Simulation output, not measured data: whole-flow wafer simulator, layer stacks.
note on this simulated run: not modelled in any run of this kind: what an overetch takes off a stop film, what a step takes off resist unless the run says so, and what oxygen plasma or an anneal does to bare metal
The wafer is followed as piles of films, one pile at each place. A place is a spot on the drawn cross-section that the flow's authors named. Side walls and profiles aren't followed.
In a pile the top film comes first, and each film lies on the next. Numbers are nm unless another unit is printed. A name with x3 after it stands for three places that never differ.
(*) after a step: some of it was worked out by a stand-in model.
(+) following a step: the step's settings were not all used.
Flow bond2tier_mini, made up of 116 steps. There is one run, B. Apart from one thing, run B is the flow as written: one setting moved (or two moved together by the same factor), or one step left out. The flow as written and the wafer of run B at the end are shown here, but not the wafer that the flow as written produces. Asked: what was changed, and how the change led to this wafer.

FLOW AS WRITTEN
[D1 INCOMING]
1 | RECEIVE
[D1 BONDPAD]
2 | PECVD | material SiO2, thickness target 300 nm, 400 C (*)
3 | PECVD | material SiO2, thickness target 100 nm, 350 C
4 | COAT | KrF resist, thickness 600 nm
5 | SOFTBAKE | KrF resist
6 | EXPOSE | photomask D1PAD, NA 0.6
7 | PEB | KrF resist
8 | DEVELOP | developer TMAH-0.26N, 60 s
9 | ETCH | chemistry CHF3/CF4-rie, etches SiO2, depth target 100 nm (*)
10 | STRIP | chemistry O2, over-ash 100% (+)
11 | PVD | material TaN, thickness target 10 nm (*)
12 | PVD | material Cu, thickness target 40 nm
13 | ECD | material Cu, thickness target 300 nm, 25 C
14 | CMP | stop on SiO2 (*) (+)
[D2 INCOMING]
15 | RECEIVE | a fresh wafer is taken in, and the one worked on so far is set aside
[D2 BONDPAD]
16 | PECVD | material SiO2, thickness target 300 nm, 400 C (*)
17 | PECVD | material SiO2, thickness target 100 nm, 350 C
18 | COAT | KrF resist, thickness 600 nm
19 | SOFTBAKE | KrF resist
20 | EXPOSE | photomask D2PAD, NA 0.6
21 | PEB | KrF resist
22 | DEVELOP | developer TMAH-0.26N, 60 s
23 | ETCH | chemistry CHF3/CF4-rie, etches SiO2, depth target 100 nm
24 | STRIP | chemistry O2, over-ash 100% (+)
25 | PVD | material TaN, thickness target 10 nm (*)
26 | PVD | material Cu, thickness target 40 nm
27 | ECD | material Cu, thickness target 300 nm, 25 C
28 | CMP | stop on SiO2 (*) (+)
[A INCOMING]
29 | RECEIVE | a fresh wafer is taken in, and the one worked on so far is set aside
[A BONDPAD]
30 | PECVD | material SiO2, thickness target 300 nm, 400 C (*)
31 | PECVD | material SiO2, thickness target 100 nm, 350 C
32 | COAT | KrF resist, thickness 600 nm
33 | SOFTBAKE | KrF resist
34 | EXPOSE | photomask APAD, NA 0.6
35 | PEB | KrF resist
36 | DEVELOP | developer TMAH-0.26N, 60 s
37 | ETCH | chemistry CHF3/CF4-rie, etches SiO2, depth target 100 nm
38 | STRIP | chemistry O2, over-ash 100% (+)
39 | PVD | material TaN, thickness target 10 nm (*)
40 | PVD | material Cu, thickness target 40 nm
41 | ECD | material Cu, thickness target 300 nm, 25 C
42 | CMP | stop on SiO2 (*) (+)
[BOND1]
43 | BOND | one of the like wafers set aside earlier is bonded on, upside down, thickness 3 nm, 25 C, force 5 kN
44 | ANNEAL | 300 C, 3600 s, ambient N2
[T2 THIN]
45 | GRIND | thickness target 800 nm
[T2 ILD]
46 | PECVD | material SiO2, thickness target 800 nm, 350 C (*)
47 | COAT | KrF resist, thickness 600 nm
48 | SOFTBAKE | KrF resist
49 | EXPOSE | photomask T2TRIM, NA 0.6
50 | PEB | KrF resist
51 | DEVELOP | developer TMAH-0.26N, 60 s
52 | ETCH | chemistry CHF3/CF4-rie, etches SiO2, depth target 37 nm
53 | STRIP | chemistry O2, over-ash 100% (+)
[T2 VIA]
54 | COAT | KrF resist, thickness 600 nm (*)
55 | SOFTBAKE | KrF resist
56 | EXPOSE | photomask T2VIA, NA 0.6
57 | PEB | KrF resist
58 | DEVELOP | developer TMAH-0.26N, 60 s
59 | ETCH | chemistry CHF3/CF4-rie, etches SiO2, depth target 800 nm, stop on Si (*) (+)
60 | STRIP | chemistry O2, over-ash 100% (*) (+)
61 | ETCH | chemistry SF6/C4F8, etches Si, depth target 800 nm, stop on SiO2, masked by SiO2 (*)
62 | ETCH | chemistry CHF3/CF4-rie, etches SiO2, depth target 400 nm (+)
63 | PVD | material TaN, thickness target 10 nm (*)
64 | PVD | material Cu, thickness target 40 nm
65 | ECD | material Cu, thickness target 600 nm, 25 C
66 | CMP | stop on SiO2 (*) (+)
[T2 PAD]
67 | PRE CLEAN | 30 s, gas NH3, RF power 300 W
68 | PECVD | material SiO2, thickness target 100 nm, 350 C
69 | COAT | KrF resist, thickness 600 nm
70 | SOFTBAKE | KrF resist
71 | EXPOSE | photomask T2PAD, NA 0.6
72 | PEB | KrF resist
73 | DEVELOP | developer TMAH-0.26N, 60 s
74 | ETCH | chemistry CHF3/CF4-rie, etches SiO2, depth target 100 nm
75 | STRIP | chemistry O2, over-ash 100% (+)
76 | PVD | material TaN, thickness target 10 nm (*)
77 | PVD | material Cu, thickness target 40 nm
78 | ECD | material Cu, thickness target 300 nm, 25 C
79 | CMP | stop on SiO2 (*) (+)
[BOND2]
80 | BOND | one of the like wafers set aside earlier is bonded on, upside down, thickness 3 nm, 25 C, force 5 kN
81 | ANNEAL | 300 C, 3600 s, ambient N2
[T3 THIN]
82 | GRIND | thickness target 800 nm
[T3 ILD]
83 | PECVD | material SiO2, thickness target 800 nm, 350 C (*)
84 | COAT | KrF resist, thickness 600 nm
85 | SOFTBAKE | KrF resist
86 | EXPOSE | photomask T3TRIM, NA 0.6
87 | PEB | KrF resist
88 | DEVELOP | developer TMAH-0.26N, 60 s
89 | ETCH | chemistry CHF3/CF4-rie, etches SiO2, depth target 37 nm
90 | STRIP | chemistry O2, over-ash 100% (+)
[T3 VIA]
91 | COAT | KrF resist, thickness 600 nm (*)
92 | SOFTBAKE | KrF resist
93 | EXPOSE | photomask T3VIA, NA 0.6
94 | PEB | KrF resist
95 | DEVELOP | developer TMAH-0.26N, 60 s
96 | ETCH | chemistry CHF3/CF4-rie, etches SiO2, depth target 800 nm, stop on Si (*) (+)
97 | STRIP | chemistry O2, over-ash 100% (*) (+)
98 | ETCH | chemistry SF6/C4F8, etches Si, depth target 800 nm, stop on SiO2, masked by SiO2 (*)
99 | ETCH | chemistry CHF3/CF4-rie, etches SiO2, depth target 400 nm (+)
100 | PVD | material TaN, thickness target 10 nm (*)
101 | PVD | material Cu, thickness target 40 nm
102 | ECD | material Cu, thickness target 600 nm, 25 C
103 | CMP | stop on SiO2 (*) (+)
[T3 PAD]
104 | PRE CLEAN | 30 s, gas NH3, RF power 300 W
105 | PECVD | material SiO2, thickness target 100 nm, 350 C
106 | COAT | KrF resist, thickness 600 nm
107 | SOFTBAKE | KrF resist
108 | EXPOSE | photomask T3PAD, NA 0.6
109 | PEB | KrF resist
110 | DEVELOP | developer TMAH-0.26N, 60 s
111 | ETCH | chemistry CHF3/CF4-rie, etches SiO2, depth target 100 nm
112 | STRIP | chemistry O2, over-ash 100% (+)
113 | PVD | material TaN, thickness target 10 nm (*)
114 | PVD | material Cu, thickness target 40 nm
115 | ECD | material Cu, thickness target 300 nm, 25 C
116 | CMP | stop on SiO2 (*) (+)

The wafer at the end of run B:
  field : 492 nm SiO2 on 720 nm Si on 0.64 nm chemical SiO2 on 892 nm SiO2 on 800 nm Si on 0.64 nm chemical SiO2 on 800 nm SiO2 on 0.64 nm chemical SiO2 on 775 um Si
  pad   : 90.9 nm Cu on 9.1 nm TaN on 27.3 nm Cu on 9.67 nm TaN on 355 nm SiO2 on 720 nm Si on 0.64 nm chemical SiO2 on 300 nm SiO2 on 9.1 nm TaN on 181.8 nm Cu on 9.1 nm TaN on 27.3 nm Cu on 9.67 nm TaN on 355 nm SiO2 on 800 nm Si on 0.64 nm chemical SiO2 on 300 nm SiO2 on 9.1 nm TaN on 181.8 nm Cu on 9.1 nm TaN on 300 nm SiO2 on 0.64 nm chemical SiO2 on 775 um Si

What caused this: step 82, GRIND: thickness target 720 nm was run, while the flow as written has thickness target 800 nm; step 84, COAT: thickness 540 nm was run, where the flow has thickness 600 nm.
The wafer lets one read it off: field has Si 720, and step 82 as written asks for 800 nm.

How this came from the change, step by step:
  82 | GRIND | thickness target 800 nm
      field, pad: Si loses 774.28 um (as written it would have been: Si loses 774.2 um)
  84 | COAT | KrF resist, thickness 600 nm
      field, pad: KrF resist gains 540 (new film) (as written it would have been: KrF resist gains 600 (new film))
  88 | DEVELOP | developer TMAH-0.26N, 60 s
      pad: KrF resist loses 540 (all of it) (as written it would have been: KrF resist loses 600 (all of it))
  90 | STRIP | chemistry O2, over-ash 100% (+)
      field: KrF resist loses 513.9 (all of it) (as written it would have been: KrF resist loses 573.9 (all of it))
